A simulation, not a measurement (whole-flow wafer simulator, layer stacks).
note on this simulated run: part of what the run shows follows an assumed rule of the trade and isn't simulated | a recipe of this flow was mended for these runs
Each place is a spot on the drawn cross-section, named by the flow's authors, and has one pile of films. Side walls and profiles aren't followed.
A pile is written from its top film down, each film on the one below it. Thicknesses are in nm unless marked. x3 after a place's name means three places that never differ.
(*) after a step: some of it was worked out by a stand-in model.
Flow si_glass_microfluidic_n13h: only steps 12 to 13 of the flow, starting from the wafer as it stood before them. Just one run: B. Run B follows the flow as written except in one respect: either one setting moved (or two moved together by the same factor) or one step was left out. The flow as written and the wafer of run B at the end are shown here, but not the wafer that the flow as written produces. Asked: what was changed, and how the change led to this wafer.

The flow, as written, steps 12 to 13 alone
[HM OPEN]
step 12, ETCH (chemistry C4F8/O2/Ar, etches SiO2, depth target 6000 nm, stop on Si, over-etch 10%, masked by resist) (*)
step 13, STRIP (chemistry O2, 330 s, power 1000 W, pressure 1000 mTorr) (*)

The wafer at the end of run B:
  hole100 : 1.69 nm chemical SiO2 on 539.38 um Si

The reason: step 12, ETCH: depth target 6750 nm was run, though the flow has depth target 6000 nm; step 13, STRIP: 371 s was run, where the flow has 330 s.

Step by step, how the change led to this:
  step 12, ETCH (chemistry C4F8/O2/Ar, etches SiO2, depth target 6000 nm, stop on Si, over-etch 10%, masked by resist) (*)
      land: thick-i-line-resist loses 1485 (it would be, as written: thick-i-line-resist loses 1320)
      hole100: SiO2 loses 6000 (all of it), Si loses 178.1 (it would be, as written: SiO2 loses 6000 (all of it), Si loses 75)
  step 13, STRIP (chemistry O2, 330 s, power 1000 W, pressure 1000 mTorr) (*)
      land: thick-i-line-resist loses 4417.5 (all of it) (it would be, as written: thick-i-line-resist loses 4582.5 (all of it))
